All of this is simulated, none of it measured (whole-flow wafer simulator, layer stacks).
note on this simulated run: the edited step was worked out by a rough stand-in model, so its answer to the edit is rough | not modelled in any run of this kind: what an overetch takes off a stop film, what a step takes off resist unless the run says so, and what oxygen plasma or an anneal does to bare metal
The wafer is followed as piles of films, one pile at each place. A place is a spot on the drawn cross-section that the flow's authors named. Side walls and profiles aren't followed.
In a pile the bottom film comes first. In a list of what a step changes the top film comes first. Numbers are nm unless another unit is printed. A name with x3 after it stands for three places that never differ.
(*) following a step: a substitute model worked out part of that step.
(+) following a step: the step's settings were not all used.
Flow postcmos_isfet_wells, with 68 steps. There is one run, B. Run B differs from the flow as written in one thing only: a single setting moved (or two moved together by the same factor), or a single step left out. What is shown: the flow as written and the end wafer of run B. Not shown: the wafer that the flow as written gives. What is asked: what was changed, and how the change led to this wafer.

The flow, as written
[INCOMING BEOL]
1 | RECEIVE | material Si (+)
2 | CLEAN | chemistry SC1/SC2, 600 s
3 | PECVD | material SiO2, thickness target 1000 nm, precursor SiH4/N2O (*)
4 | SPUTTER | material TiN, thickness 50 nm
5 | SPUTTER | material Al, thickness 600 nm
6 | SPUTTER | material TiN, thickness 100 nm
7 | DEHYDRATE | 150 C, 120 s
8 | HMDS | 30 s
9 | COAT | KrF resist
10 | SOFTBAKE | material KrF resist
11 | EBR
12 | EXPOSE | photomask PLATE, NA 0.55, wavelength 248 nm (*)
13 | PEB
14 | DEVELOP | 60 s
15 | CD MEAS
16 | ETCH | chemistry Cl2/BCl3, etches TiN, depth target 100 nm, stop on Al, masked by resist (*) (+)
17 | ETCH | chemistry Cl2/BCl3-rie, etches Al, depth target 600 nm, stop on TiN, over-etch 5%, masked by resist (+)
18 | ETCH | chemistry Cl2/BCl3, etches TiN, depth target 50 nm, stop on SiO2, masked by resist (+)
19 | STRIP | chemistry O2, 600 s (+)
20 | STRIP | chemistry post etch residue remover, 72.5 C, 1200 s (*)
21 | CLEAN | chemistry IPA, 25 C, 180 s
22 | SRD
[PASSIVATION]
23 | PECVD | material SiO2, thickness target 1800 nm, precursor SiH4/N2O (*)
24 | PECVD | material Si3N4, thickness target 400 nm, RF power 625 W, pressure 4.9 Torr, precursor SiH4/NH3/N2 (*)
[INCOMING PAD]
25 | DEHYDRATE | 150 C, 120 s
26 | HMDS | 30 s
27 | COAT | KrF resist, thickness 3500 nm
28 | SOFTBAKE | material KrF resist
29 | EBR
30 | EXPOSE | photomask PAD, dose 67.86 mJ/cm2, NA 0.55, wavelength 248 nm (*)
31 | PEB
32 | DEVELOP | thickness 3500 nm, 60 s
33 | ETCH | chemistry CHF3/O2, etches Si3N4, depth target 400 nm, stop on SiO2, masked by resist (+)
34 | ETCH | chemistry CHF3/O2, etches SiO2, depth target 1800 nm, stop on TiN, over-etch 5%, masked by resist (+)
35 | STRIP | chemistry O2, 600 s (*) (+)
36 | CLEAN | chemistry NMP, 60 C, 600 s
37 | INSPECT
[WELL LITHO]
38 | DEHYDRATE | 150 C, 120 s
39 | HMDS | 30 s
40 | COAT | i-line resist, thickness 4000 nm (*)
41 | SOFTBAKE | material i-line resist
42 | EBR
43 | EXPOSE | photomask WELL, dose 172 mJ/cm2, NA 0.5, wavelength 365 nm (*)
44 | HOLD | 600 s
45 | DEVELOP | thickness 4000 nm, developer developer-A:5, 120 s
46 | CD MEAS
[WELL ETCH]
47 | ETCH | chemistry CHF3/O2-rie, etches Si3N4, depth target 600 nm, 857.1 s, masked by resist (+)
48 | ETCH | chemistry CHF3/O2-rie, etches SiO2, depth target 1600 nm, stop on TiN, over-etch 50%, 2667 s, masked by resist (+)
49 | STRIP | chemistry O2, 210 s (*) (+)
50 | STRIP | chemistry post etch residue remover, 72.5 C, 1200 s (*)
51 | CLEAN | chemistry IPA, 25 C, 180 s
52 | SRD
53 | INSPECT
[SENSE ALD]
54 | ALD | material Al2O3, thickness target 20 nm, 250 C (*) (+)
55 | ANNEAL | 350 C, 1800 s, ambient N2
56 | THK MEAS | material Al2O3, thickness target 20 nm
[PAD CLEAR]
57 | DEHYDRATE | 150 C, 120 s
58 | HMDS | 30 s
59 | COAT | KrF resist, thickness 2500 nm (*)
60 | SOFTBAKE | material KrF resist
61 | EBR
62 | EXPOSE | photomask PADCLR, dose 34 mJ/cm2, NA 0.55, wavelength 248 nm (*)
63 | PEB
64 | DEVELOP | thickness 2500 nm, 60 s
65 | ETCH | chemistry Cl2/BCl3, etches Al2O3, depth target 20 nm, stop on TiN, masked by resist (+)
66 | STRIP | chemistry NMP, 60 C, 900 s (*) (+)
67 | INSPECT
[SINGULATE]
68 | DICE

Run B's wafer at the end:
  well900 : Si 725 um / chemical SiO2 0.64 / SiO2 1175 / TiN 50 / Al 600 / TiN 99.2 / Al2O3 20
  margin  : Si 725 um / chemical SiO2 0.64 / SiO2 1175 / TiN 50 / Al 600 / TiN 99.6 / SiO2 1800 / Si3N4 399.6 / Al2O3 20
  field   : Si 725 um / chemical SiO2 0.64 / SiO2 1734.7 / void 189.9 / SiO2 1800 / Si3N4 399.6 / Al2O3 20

What caused this: step 3, PECVD: thickness target 1175 nm was run, whereas the flow has thickness target 1000 nm.
The wafer itself shows it: well900 has SiO2 1175, and step 3 as written asks for 1000 nm.

Step by step, how the change led to this:
  3 | PECVD | material SiO2, thickness target 1000 nm, precursor SiH4/N2O (*)
      field, margin, well900, well1300 x3, pad_rim, pad_clr, pad_open: +1175 SiO2 (new film) (in the flow as written it would be: +1000 SiO2 (new film))
